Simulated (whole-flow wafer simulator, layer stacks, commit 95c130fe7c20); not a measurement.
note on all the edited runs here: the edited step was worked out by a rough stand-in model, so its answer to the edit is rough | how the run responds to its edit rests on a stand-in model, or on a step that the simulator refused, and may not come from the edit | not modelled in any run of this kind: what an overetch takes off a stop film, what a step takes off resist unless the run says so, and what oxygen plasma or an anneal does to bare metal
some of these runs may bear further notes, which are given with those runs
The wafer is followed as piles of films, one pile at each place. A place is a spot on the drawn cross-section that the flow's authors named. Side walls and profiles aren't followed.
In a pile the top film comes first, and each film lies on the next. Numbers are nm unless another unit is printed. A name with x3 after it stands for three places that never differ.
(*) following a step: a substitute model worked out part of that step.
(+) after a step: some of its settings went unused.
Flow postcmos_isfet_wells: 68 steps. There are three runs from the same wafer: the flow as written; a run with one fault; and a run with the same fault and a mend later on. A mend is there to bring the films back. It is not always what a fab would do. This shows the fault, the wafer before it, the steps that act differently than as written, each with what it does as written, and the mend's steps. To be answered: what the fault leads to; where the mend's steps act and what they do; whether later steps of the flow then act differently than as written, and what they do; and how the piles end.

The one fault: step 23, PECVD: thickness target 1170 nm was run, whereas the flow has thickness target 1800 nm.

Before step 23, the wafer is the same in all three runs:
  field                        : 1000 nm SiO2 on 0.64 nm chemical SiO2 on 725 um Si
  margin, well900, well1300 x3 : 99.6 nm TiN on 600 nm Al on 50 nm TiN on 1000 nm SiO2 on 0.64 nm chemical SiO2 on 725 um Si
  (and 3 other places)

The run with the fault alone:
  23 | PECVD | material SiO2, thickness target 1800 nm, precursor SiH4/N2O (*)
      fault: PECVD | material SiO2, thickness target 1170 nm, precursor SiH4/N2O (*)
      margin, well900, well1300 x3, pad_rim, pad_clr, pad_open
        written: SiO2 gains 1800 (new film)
        fault: SiO2 gains 1170 (new film)
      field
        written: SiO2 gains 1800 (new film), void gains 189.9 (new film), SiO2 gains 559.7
        fault: SiO2 gains 1170 (new film), void gains 190.1 (new film), SiO2 gains 559.5
  Later steps of the flow acting differently than as written:
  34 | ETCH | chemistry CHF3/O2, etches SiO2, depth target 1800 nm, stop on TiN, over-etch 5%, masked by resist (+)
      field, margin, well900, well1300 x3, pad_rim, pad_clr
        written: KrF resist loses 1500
        fault: KrF resist loses 1023.8
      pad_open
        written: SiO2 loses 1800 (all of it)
        fault: SiO2 loses 1170 (all of it)
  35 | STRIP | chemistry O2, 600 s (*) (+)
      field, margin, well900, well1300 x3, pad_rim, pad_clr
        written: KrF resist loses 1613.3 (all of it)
        fault: KrF resist loses 2089.6 (all of it)
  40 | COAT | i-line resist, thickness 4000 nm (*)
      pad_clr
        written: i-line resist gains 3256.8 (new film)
        fault: i-line resist gains 3456.9 (new film)
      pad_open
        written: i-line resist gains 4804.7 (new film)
        fault: i-line resist gains 4577.5 (new film)
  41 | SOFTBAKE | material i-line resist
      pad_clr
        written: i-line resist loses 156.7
        fault: i-line resist loses 97.2
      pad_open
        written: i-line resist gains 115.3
        fault: i-line resist gains 85.8
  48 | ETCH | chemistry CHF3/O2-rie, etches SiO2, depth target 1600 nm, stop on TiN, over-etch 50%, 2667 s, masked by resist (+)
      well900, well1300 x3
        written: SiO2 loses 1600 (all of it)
        fault: SiO2 loses 970 (all of it)
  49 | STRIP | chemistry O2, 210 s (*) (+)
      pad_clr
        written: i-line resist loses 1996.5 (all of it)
        fault: i-line resist loses 2256.1 (all of it)
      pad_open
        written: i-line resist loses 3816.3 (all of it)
        fault: i-line resist loses 3559.7 (all of it)
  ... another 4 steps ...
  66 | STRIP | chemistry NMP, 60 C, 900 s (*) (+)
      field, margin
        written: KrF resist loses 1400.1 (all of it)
        fault: KrF resist loses 1698.9 (all of it)
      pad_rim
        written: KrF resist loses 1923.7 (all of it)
        fault: KrF resist loses 2069.1 (all of it)
  By the end, the piles at field, margin, pad_rim, pad_clr depart from the flow's by more than 2% or 0.5 nm, whichever is larger.
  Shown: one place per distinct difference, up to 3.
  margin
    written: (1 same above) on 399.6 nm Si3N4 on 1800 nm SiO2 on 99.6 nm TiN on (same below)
    fault: (1 same above) on 399.6 nm Si3N4 on 1170 nm SiO2 on 99.6 nm TiN on (same below)
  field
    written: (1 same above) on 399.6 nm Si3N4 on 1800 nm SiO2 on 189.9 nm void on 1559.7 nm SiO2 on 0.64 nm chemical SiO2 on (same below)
    fault: (1 same above) on 399.6 nm Si3N4 on 1170 nm SiO2 on 190.1 nm void on 1559.5 nm SiO2 on 0.64 nm chemical SiO2 on (same below)
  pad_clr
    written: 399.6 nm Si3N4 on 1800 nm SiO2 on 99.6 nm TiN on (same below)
    fault: 399.6 nm Si3N4 on 1170 nm SiO2 on 99.6 nm TiN on (same below)

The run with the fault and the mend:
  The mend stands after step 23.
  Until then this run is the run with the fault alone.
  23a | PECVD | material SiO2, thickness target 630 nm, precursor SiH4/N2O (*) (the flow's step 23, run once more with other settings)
      field, margin, well900, well1300 x3, pad_rim, pad_clr, pad_open
        SiO2 gains 630
  Every later step of the flow that is run acts as written at every place that is followed.
  When the end is reached, the piles differ only a little from the flow's at the places that both follow, at most by 2% or 0.5 nm, whichever is larger.
